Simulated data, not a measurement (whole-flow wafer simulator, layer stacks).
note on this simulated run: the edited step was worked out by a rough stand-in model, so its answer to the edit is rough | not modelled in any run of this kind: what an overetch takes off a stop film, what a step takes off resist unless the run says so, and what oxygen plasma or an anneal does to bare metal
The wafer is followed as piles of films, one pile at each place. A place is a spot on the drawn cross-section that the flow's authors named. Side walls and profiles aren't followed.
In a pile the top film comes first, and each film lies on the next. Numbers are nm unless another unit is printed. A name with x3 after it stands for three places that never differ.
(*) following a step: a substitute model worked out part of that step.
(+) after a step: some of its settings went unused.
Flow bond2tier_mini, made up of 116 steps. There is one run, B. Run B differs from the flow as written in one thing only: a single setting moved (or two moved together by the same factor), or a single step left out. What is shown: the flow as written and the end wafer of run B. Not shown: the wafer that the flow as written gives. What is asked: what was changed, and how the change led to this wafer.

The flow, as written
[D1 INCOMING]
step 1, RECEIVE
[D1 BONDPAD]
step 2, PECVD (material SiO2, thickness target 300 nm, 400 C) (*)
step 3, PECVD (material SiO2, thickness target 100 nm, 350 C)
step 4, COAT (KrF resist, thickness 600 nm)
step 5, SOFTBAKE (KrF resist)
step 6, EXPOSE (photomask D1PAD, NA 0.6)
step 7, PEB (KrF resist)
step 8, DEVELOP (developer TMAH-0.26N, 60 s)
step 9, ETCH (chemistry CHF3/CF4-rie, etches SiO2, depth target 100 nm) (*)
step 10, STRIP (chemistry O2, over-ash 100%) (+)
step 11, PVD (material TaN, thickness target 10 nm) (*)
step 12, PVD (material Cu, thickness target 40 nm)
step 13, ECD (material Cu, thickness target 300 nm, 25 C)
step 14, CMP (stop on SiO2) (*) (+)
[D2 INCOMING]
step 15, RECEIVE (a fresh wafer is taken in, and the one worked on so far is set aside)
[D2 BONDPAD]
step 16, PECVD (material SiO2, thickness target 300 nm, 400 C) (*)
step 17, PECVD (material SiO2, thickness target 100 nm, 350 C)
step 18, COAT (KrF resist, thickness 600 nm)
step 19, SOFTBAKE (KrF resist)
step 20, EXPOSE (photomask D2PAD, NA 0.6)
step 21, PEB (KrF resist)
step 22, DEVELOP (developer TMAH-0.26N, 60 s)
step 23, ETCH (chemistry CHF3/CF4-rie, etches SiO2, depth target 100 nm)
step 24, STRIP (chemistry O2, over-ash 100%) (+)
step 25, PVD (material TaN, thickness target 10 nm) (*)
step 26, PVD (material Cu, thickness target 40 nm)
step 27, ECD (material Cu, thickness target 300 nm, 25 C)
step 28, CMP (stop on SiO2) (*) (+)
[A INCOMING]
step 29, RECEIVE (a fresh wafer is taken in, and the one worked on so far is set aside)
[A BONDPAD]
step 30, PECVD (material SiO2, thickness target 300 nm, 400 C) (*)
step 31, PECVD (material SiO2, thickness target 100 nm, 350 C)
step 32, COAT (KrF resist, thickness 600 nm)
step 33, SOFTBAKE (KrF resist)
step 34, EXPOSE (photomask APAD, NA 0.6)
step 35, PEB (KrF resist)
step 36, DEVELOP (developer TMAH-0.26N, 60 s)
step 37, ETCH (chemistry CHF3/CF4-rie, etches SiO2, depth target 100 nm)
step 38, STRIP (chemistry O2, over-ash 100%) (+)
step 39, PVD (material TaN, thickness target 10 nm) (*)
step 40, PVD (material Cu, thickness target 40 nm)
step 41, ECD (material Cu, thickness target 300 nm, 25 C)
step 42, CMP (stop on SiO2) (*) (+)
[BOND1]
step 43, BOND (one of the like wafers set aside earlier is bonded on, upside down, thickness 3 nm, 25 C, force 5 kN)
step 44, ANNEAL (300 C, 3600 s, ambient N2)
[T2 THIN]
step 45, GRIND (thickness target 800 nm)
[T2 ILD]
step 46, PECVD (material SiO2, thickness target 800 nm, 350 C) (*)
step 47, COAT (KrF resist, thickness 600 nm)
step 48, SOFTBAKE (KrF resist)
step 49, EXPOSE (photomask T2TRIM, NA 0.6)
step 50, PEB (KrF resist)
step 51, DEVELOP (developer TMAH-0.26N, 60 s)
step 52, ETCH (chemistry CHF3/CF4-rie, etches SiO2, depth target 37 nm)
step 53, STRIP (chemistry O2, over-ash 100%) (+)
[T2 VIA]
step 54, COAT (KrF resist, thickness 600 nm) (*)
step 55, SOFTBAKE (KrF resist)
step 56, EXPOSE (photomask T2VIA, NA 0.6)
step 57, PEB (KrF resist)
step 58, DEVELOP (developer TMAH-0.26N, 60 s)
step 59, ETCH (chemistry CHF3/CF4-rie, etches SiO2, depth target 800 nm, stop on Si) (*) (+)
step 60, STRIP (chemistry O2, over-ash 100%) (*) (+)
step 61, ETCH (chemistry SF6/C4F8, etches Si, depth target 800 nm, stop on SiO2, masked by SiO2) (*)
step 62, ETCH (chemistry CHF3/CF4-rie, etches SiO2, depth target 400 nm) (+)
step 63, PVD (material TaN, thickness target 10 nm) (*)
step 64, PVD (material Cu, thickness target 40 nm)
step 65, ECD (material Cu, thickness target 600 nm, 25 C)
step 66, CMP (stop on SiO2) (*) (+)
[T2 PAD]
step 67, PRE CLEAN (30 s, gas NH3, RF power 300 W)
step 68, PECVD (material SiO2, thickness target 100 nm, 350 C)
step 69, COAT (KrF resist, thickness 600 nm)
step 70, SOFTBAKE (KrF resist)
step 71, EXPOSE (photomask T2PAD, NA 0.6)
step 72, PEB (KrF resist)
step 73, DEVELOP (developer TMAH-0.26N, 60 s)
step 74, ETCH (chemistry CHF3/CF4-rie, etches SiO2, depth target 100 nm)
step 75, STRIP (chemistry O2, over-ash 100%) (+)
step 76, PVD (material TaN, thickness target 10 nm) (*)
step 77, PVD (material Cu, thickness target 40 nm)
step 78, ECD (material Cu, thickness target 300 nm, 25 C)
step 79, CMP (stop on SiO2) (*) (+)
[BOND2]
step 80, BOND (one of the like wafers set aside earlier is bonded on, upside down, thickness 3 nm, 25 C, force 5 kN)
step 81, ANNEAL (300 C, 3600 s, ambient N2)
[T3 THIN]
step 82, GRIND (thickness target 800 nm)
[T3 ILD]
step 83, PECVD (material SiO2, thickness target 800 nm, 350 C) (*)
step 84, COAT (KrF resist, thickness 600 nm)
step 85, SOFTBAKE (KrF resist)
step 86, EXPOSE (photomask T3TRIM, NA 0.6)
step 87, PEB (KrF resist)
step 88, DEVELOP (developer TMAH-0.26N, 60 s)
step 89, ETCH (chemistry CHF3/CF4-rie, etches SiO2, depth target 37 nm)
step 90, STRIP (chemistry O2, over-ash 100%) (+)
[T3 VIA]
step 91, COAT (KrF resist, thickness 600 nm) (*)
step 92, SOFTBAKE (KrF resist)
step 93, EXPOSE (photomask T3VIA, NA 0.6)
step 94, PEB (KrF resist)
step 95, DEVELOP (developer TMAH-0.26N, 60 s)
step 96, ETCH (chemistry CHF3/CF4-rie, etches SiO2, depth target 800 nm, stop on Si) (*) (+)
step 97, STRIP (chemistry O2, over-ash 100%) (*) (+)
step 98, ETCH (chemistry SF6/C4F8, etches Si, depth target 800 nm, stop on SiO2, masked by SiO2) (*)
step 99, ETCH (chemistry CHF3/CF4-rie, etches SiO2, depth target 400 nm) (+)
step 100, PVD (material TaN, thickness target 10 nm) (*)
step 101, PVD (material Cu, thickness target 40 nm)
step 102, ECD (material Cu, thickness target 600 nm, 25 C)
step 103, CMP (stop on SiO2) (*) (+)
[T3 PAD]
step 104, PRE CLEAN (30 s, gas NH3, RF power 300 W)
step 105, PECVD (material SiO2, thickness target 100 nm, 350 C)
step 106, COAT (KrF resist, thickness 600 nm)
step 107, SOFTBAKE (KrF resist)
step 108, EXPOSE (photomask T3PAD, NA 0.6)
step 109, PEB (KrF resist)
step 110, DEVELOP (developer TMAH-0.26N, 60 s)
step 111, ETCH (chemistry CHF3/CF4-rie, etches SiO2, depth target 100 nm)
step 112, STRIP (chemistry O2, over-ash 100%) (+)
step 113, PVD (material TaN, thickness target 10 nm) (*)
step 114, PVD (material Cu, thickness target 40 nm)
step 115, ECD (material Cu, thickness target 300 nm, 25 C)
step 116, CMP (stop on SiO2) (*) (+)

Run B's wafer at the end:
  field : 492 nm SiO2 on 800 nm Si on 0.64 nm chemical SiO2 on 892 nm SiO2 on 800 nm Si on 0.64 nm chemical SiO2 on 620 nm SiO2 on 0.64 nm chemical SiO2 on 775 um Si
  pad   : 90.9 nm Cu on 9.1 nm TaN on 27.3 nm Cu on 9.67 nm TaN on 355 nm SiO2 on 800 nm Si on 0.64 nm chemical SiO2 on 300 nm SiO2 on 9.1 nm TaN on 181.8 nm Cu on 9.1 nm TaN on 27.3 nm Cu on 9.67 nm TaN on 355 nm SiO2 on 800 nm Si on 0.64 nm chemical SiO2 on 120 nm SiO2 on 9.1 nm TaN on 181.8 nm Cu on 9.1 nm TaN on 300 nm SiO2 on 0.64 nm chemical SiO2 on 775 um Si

Cause: step 2, PECVD: thickness target 120 nm was run, whereas the flow has thickness target 300 nm.
The wafer lets one read it off: pad has SiO2 120, and step 2 as written asks for 300 nm.

Step by step, how the change led to this:
  step 2, PECVD (material SiO2, thickness target 300 nm, 400 C) (*)
      field, pad, via: SiO2 gains 120 (new film) (as written it would have been: SiO2 gains 300 (new film))
  step 43, BOND (one of the like wafers set aside earlier is bonded on, upside down, thickness 3 nm, 25 C, force 5 kN)
      field: Si gains 775 um (new film), chemical SiO2 gains 0.64 (new film), SiO2 gains 220 (as written it would have been: Si gains 775 um (new film), chemical SiO2 gains 0.64 (new film), SiO2 gains 400)
      pad: Si gains 775 um (new film), chemical SiO2 gains 0.64 (new film), SiO2 gains 120 (new film), TaN gains 9.1 (new film), Cu gains 90.9 (as written it would have been: Si gains 775 um (new film), chemical SiO2 gains 0.64 (new film), SiO2 gains 300 (new film), TaN gains 9.1 (new film), Cu gains 90.9)
      (and at 1 other place as well)
